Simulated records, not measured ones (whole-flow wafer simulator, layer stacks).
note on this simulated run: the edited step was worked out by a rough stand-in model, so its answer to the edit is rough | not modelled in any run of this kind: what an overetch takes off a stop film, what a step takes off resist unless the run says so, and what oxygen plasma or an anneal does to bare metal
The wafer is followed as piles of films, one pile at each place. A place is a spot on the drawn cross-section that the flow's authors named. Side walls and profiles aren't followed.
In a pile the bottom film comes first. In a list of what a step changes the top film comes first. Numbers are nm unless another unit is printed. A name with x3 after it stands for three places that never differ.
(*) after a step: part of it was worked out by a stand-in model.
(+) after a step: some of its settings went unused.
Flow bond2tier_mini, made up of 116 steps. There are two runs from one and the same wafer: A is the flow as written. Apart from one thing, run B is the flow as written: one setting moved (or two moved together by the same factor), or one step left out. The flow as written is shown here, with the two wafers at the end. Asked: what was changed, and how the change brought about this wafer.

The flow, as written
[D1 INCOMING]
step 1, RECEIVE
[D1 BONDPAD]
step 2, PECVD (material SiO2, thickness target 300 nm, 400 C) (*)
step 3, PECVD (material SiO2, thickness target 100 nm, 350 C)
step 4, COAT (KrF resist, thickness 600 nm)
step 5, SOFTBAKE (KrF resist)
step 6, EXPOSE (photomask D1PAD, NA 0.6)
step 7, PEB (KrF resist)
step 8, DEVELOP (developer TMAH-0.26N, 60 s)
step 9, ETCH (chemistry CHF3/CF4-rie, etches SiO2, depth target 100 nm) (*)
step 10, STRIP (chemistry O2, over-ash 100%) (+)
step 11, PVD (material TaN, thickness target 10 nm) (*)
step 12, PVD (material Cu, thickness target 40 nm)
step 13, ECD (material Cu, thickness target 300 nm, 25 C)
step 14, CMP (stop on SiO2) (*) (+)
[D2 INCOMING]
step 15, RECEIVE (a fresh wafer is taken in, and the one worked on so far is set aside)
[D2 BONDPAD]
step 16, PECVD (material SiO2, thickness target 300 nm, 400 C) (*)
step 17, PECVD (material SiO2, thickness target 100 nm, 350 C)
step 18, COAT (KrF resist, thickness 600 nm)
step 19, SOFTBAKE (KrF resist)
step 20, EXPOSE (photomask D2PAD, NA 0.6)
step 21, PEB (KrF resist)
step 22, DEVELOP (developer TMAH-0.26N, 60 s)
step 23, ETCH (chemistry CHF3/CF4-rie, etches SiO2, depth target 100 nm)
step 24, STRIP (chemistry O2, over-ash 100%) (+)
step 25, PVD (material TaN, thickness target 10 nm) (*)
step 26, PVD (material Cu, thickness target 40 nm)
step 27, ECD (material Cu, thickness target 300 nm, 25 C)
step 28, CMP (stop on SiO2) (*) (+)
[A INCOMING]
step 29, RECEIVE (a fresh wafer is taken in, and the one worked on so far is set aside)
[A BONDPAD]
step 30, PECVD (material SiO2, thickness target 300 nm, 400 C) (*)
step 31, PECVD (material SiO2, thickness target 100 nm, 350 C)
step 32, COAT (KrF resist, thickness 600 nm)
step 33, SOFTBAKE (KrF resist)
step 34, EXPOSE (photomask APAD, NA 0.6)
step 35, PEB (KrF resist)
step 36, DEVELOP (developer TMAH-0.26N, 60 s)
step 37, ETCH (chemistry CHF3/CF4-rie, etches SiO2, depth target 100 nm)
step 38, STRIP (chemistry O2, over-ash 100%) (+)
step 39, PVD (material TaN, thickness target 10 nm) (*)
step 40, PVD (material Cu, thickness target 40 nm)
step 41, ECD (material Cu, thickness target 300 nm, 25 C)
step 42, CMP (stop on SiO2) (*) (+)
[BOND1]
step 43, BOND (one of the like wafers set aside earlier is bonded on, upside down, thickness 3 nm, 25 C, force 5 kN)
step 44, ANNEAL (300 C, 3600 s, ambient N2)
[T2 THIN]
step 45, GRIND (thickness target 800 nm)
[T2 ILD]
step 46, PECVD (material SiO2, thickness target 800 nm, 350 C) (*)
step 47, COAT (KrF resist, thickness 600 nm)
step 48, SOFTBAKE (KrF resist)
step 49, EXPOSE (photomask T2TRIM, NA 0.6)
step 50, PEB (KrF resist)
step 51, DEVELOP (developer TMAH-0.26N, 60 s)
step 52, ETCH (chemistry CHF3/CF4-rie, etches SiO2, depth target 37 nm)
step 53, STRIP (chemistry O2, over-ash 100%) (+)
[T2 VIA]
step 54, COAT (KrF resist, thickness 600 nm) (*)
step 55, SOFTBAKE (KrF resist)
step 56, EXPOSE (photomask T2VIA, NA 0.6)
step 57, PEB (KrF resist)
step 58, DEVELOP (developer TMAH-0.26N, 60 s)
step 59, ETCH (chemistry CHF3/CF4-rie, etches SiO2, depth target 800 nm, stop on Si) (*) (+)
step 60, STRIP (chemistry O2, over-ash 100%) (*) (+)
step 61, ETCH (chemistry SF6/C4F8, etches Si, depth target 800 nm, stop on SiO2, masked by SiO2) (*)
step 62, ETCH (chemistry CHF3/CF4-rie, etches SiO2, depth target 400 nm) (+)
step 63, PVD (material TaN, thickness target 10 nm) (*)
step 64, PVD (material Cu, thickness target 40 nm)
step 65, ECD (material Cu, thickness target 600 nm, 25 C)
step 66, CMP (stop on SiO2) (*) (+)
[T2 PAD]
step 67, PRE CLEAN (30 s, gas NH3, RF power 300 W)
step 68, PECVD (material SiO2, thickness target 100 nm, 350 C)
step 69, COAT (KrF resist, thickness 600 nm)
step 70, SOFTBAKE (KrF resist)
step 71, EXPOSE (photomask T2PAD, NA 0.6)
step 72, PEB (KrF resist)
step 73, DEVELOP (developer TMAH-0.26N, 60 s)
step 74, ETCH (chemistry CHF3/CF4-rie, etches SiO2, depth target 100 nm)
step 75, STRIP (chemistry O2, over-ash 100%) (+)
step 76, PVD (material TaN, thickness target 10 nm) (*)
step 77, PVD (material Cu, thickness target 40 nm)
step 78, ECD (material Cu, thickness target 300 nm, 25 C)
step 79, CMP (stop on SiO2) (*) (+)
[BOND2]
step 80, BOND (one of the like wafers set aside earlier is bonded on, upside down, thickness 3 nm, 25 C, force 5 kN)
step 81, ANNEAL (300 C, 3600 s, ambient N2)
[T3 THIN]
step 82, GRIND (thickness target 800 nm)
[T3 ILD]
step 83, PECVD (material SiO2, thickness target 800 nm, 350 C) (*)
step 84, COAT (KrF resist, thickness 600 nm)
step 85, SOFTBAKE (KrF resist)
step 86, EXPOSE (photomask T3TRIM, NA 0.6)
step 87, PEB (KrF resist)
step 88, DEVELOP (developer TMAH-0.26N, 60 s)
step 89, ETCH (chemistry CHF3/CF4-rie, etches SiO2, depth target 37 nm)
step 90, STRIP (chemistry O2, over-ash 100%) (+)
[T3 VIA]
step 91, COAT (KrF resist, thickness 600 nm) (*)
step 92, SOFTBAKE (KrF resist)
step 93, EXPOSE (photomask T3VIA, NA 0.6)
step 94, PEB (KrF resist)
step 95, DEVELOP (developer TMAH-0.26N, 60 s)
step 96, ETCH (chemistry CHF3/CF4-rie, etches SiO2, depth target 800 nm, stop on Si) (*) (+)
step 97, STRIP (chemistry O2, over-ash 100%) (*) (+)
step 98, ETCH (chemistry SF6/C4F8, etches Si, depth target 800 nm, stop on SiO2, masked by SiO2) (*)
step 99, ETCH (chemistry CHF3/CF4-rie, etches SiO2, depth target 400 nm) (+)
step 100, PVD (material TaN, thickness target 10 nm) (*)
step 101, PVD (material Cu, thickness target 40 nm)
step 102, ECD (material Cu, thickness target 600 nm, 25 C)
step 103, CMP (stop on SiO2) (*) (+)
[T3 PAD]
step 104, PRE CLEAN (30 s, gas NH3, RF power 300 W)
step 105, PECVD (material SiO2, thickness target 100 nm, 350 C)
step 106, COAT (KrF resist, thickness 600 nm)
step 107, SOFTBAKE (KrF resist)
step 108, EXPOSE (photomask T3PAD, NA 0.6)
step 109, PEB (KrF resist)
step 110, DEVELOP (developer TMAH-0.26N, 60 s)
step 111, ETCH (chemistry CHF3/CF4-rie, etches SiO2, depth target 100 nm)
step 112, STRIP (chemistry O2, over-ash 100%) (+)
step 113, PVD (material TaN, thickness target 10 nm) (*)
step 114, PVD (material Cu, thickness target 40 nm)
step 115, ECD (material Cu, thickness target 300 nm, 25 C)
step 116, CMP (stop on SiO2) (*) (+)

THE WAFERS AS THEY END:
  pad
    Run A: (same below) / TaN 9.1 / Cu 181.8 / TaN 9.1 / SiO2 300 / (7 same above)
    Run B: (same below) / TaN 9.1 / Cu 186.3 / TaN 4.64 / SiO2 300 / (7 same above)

The reason: step 25, PVD: thickness target 5.1 nm was run, though the flow has thickness target 10 nm.

The path from the change to this, step by step:
  step 25, PVD (material TaN, thickness target 10 nm) (*)
      field: A TaN gains 10 (new film) | B TaN gains 5.1 (new film)
      pad: A TaN gains 9.1 (new film) | B TaN gains 4.64 (new film)
      (and at 1 other place as well)
  step 28, CMP (stop on SiO2) (*) (+)
      field: A Cu loses 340 (all of it), TaN loses 10 (all of it) | B Cu loses 340 (all of it), TaN loses 5.1 (all of it)
  step 80, BOND (one of the like wafers set aside earlier is bonded on, upside down, thickness 3 nm, 25 C, force 5 kN)
      pad: A Si gains 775 um (new film), chemical SiO2 gains 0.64 (new film), SiO2 gains 300 (new film), TaN gains 9.1 (new film), Cu gains 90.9 | B Si gains 775 um (new film), chemical SiO2 gains 0.64 (new film), SiO2 gains 300 (new film), TaN gains 4.64 (new film), Cu gains 95.4
